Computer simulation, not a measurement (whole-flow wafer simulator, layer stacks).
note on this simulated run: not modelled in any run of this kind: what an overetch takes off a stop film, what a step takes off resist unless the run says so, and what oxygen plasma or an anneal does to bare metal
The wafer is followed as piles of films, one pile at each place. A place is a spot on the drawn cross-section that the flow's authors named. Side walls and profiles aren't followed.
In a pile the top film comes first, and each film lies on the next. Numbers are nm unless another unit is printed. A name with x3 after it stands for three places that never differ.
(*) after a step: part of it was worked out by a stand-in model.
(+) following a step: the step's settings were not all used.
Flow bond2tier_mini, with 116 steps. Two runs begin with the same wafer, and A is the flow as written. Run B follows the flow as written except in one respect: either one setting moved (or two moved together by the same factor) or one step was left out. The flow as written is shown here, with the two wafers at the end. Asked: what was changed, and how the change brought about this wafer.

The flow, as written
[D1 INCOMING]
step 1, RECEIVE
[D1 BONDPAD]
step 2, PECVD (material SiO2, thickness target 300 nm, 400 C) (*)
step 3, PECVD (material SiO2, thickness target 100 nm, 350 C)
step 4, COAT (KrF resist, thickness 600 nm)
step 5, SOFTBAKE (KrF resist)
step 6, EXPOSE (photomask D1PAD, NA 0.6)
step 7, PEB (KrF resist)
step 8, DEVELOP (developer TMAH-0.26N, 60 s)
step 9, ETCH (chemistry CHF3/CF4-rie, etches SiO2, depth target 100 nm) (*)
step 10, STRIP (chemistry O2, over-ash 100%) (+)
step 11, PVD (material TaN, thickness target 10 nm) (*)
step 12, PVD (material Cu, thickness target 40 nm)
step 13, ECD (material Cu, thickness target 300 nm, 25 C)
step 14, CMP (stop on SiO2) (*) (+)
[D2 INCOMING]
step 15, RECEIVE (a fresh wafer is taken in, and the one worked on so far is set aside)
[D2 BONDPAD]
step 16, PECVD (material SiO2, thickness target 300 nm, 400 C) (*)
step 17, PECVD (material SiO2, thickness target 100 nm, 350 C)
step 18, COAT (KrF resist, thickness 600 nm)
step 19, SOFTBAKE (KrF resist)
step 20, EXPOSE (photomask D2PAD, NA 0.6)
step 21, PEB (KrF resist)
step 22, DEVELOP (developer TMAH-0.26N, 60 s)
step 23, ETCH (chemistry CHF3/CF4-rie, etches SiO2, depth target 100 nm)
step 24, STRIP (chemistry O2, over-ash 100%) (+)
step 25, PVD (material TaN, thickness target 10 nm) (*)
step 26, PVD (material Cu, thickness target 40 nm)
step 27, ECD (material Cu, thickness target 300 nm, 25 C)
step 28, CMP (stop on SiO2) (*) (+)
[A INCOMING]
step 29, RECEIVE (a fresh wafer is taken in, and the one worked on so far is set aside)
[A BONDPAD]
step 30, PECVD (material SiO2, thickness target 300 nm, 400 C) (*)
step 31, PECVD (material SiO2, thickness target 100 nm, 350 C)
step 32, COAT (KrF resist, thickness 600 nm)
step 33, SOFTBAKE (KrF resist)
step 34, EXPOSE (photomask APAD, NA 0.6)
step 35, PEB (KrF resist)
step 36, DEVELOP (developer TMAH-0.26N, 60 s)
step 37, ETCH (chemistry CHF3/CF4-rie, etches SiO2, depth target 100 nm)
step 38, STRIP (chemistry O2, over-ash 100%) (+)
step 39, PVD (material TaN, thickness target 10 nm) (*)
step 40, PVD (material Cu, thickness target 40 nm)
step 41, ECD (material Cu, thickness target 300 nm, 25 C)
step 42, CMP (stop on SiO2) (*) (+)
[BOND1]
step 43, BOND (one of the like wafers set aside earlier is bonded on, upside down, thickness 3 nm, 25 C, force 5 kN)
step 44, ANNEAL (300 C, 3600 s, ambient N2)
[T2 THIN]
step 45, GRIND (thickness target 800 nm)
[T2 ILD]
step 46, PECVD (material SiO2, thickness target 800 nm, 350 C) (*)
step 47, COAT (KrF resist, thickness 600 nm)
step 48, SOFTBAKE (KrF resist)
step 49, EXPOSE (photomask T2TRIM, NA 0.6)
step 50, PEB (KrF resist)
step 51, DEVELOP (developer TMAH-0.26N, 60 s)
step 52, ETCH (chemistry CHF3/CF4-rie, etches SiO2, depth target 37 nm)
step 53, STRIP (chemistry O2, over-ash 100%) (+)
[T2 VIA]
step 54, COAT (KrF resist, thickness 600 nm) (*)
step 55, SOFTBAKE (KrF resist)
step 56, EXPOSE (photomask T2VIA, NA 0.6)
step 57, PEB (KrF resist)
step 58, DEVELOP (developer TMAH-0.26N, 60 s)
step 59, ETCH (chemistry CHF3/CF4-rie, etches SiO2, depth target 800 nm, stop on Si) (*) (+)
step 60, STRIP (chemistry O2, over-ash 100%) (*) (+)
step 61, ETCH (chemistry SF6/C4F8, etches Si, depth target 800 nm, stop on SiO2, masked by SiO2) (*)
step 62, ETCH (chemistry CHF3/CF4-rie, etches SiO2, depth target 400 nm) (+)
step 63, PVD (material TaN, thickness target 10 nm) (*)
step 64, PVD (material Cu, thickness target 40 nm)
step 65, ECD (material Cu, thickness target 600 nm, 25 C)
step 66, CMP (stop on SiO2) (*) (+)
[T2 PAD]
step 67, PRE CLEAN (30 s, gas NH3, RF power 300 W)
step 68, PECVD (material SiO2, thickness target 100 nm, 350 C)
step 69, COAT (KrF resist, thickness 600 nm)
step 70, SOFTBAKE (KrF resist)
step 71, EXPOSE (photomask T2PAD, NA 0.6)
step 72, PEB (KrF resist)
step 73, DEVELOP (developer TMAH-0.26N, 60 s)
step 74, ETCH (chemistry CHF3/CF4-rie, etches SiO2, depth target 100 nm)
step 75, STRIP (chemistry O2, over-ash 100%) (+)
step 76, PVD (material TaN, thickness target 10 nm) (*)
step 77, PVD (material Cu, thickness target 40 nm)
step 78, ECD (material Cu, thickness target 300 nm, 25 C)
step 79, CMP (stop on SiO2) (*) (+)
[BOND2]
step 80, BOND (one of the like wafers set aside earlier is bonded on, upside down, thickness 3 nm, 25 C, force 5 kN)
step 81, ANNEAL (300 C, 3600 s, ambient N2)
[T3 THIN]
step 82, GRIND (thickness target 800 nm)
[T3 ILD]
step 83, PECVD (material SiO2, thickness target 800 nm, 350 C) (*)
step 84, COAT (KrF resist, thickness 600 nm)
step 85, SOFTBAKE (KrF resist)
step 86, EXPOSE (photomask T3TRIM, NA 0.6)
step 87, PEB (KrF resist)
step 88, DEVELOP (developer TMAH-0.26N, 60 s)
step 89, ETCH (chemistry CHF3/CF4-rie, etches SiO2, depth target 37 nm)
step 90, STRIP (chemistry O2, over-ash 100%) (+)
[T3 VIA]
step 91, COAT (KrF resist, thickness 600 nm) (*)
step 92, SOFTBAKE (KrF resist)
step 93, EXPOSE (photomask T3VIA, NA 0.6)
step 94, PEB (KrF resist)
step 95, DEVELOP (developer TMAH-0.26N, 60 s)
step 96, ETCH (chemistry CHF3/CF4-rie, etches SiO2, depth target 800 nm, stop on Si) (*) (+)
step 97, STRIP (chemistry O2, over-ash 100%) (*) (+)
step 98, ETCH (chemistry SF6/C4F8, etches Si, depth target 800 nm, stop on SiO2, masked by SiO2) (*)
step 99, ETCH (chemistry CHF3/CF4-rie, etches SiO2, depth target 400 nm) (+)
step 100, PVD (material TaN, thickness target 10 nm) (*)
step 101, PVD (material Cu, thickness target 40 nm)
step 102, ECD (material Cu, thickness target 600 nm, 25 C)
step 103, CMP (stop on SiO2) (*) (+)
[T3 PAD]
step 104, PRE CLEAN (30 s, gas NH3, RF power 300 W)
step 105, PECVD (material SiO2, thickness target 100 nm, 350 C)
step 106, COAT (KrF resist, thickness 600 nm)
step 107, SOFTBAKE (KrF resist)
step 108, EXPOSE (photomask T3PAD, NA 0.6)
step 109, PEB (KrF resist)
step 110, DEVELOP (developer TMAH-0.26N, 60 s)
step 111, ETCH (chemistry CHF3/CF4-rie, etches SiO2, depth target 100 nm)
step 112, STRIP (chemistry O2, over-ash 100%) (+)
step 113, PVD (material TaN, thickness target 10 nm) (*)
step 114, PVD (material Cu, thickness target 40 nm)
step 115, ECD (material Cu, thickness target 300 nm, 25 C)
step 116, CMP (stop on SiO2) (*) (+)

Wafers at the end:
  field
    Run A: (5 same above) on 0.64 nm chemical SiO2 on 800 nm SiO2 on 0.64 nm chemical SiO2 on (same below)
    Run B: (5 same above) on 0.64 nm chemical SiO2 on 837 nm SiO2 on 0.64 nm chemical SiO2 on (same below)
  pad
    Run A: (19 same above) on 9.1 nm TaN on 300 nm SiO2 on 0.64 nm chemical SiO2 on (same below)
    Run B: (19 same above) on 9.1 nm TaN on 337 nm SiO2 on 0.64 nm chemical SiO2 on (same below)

The reason: step 31, PECVD: thickness target 137 nm was run, though the flow has thickness target 100 nm.

The path from the change to this, step by step:
  step 31, PECVD (material SiO2, thickness target 100 nm, 350 C)
      field, pad, via: A SiO2 gains 100 | B SiO2 gains 137
